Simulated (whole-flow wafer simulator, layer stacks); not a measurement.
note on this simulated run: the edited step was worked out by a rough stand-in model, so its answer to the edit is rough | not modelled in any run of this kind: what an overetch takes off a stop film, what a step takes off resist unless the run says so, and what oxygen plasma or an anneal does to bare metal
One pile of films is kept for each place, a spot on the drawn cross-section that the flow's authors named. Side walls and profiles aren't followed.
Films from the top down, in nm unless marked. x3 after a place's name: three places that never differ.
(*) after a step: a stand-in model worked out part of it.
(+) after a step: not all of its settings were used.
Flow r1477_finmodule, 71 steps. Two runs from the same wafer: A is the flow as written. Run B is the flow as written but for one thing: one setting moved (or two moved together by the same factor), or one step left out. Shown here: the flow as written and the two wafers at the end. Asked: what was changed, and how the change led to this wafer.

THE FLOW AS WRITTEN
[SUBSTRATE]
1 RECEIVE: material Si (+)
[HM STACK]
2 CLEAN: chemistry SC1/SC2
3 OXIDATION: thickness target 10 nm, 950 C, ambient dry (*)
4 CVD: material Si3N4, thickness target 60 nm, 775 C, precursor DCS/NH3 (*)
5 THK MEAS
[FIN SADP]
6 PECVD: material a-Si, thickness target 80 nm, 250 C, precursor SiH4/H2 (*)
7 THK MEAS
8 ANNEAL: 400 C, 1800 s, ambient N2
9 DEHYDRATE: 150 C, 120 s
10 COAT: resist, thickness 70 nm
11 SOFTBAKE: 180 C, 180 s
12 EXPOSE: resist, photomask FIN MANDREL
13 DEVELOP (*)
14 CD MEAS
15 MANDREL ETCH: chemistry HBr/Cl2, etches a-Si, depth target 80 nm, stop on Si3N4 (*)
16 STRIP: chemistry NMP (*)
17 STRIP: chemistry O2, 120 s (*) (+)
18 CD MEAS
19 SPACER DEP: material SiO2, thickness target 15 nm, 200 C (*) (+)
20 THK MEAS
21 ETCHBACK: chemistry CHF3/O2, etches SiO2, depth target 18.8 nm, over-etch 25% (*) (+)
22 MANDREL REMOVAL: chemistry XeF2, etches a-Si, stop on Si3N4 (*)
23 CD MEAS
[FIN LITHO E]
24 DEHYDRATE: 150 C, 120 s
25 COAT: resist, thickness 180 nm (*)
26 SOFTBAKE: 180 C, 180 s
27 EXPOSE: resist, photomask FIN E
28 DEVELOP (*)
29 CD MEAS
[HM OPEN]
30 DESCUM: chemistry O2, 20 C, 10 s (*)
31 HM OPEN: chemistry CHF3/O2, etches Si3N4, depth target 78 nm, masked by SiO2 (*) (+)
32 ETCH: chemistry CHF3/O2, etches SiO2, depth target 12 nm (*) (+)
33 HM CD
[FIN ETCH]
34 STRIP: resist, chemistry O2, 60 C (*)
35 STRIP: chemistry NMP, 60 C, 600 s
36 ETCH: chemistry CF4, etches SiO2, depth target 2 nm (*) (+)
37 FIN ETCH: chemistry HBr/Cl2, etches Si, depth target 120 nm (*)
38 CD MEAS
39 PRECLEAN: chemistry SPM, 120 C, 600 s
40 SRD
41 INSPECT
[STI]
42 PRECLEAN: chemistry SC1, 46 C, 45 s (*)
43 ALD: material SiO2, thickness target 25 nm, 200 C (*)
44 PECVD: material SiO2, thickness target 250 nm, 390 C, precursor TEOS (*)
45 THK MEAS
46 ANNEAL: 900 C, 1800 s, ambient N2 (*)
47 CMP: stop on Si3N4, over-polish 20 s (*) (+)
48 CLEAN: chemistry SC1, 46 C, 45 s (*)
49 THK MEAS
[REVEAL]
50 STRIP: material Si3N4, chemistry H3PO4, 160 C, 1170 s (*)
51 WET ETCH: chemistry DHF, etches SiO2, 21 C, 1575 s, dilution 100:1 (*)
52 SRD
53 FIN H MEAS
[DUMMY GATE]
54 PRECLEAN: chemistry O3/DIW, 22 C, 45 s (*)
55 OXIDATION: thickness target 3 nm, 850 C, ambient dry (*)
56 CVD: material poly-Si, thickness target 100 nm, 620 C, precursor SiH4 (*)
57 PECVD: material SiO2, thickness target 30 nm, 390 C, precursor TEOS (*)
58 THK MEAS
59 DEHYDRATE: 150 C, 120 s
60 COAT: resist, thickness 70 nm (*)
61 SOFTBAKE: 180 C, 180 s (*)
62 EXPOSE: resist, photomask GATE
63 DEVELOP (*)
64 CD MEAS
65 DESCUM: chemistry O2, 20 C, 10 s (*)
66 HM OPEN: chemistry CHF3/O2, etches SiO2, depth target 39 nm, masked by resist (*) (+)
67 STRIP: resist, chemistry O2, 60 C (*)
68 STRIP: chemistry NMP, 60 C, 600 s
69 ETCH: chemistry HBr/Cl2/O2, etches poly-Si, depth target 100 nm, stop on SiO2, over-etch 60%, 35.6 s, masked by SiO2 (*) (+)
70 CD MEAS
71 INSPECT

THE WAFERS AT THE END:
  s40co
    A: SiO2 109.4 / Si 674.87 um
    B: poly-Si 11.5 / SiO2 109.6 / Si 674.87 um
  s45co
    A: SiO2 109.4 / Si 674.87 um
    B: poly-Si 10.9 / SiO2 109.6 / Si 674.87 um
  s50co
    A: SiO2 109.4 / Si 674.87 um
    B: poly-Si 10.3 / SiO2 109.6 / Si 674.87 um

The cause: step 69, ETCH: depth target 62.5 nm was run, where the flow has depth target 100 nm.

How the change led to this, step by step:
  69 ETCH: chemistry HBr/Cl2/O2, etches poly-Si, depth target 100 nm, stop on SiO2, over-etch 60%, 35.6 s, masked by SiO2 (*) (+)
      s40co: A chemical SiO2 -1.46 (all of it), poly-Si -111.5 (all of it), SiO2 -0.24 | B chemical SiO2 -1.46 (all of it), poly-Si -100
      s45co: A chemical SiO2 -1.46 (all of it), poly-Si -110.9 (all of it), SiO2 -0.25 | B chemical SiO2 -1.46 (all of it), poly-Si -100
      (and at 19 more places)
